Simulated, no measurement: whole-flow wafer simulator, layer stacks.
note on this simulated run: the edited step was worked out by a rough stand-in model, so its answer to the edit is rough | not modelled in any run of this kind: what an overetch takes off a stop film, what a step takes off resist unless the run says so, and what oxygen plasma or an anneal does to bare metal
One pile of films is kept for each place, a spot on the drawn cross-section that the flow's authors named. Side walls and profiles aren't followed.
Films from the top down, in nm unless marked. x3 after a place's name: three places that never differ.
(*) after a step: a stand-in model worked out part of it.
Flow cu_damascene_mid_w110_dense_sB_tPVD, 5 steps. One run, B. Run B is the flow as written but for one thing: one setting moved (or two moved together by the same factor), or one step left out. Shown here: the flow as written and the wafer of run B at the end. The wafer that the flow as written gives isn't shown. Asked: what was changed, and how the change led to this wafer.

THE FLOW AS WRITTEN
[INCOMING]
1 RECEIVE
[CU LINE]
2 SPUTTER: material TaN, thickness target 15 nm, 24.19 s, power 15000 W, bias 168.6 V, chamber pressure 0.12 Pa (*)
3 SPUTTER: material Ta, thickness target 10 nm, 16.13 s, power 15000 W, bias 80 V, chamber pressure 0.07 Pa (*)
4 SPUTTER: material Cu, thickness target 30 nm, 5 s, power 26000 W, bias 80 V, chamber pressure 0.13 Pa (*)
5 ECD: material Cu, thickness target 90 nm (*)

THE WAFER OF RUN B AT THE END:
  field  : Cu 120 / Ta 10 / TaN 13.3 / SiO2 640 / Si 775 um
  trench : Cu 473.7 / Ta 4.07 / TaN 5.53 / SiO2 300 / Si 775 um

The cause: step 2, SPUTTER: power 13310 W was run, where the flow has power 15000 W.

How the change led to this, step by step:
  2 SPUTTER: material TaN, thickness target 15 nm, 24.19 s, power 15000 W, bias 168.6 V, chamber pressure 0.12 Pa (*)
      field: TaN +13.3 (new film) (as written it would be: TaN +15 (new film))
      trench: TaN +5.53 (new film) (as written it would be: TaN +6.23 (new film))
